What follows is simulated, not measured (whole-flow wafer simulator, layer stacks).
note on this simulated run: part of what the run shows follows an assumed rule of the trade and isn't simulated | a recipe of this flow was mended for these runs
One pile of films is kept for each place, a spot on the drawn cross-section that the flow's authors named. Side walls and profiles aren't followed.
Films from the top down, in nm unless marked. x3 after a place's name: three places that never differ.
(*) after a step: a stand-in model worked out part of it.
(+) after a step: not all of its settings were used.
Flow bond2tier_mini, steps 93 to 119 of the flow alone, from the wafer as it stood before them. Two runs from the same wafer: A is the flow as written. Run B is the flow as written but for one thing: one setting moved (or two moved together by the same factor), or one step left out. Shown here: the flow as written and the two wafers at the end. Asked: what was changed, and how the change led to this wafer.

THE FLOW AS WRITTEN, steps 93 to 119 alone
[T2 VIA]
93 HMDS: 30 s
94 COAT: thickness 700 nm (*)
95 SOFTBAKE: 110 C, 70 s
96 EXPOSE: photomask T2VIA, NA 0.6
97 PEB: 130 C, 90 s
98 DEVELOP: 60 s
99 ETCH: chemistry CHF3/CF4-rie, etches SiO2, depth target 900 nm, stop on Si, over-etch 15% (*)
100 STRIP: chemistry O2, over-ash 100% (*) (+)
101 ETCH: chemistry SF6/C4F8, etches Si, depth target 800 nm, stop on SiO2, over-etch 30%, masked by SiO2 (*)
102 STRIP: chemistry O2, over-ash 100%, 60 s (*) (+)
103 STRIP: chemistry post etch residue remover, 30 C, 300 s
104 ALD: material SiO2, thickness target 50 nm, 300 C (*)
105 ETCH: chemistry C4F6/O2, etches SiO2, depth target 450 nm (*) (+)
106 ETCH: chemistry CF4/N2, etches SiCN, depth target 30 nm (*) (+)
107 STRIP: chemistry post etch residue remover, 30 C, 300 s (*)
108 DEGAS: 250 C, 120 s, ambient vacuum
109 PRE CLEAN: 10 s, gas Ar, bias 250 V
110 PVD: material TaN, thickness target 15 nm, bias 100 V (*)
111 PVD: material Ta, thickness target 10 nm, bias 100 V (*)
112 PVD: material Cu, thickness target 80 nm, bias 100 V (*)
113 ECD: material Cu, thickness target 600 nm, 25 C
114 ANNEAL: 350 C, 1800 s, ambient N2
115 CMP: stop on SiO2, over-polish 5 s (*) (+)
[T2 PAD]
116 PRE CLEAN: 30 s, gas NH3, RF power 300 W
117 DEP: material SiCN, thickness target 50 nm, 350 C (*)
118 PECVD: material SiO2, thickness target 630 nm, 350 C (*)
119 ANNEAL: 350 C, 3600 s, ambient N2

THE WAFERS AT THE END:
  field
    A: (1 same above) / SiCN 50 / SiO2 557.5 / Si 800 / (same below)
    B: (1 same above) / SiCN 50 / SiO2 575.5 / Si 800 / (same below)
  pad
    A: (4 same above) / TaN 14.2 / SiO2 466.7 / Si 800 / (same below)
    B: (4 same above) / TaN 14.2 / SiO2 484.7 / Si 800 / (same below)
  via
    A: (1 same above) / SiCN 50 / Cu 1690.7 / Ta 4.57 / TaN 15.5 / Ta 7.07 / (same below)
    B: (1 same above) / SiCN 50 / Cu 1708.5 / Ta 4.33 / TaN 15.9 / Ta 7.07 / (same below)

The cause: step 104, ALD: thickness target 68 nm was run, where the flow has thickness target 50 nm.

How the change led to this, step by step:
  104 ALD: material SiO2, thickness target 50 nm, 300 C (*)
      field, pad, via: A SiO2 +50 | B SiO2 +68
  105 ETCH: chemistry C4F6/O2, etches SiO2, depth target 450 nm (*) (+)
      via: A SiO2 -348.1 (all of it), SiCN -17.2 | B SiO2 -366.1 (all of it), SiCN -14.1
  106 ETCH: chemistry CF4/N2, etches SiCN, depth target 30 nm (*) (+)
      via: A SiCN -17.6 (all of it), TaN -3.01 | B SiCN -20.7 (all of it), TaN -2.27
  112 PVD: material Cu, thickness target 80 nm, bias 100 V (*)
      via: A Cu +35 (new film) | B Cu +33 (new film)
